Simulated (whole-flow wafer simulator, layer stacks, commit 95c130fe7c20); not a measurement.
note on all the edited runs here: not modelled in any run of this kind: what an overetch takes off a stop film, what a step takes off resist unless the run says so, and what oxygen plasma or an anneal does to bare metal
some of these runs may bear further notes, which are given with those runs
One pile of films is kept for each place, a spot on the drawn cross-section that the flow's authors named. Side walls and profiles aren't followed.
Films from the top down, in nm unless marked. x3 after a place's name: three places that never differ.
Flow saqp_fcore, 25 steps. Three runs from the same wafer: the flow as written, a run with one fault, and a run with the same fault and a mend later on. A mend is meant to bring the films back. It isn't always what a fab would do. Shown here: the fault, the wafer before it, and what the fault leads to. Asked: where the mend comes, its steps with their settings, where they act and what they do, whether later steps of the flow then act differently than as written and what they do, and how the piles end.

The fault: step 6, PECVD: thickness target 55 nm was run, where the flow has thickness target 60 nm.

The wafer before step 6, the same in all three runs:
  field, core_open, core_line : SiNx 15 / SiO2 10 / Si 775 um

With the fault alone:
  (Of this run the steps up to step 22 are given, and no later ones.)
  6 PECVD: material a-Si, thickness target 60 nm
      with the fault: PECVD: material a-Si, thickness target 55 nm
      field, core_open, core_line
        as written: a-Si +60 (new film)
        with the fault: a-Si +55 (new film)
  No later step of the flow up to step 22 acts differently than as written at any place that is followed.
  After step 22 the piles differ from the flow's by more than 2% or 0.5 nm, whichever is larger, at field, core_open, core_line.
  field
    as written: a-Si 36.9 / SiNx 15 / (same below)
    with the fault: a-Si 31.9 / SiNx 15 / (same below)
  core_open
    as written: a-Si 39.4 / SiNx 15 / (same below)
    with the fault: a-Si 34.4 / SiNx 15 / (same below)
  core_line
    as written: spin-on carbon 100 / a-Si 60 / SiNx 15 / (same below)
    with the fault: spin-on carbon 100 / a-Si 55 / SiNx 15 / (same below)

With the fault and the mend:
  The mend comes after step 7.
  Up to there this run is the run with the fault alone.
  7a ETCH: chemistry tmah, depth target 63.25 nm
      field, core_open, core_line
        a-Si -55 (all of it)
  7b PECVD: material a-Si, thickness target 60 nm (the flow's step 6 once more)
      field, core_open, core_line
        a-Si +60 (new film)
  No later step of the flow acts differently than as written at any place that is followed.
  At the end the piles are the same as the flow's at every place that both follow.
